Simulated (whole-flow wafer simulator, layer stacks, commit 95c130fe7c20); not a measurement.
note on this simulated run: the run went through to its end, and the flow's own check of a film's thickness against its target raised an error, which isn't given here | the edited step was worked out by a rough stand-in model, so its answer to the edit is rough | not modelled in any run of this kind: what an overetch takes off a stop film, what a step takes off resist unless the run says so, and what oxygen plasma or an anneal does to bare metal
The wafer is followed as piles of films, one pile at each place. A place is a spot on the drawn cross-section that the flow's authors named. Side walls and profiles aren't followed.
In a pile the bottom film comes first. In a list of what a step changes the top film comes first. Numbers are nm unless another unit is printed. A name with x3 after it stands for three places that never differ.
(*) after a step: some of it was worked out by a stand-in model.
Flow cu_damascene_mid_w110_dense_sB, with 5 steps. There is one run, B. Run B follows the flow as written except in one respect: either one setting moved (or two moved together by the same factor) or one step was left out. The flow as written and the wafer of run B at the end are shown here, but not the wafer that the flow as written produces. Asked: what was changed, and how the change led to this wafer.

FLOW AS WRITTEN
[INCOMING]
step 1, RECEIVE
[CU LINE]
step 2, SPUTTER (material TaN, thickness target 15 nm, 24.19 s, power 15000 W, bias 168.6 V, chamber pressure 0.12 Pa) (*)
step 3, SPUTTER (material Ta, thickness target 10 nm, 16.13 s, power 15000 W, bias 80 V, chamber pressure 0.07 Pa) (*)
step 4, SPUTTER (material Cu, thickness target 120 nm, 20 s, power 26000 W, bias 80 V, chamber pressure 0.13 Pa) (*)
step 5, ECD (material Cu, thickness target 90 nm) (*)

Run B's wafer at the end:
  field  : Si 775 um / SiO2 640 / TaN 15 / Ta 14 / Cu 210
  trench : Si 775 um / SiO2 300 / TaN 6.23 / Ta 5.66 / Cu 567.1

The reason: step 3, SPUTTER: thickness target 14 nm was run, whereas the flow has thickness target 10 nm; step 3, SPUTTER: 22.58 s was run, where the flow has 16.13 s.
The wafer itself shows it: field has Ta 14, and step 3 as written asks for 10 nm.

The path from the change to this, step by step:
  step 3, SPUTTER (material Ta, thickness target 10 nm, 16.13 s, power 15000 W, bias 80 V, chamber pressure 0.07 Pa) (*)
      field: +14 Ta (new film) (in the flow as written it would be: +10 Ta (new film))
      trench: +5.66 Ta (new film) (in the flow as written it would be: +4.05 Ta (new film))
